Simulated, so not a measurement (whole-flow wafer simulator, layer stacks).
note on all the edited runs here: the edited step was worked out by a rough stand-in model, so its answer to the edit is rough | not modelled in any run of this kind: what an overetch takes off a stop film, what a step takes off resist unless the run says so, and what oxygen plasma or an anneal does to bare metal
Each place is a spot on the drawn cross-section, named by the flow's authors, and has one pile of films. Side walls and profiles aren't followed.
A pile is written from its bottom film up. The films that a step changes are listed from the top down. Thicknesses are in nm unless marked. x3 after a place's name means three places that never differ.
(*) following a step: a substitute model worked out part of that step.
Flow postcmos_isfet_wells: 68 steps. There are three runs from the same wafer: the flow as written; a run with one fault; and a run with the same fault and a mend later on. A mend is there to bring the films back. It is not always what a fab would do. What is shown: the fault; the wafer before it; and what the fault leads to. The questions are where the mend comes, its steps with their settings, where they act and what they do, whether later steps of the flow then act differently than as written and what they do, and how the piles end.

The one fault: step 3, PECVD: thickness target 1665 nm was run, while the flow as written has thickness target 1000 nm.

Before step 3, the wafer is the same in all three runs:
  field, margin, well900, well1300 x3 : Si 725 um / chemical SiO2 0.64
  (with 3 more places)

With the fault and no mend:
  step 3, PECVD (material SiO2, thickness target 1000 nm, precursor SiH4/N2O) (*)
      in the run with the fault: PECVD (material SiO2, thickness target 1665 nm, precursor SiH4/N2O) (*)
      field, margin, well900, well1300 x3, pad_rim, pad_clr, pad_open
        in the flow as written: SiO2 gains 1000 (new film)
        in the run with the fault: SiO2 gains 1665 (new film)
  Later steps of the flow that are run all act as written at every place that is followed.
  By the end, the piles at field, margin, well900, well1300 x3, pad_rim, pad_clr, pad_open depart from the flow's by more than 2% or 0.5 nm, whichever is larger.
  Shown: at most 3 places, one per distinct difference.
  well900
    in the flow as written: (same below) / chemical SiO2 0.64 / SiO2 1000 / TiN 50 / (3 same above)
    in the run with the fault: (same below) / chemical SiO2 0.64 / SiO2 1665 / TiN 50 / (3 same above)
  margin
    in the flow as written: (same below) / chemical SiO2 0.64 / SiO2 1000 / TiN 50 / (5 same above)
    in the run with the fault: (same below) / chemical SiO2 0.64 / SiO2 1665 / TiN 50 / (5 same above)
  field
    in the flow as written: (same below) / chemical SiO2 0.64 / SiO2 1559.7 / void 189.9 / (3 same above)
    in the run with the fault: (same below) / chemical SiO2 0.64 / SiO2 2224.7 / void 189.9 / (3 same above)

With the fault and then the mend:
  After step 3 comes the mend.
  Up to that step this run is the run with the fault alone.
  step 3a, ETCH (chemistry boe, depth target 665 nm)
      field, margin, well900, well1300 x3, pad_rim, pad_clr, pad_open
        SiO2 loses 665
  Later steps of the flow that are run all act as written at every place that is followed.
  By the end, the piles equal the flow's at every place that both follow.
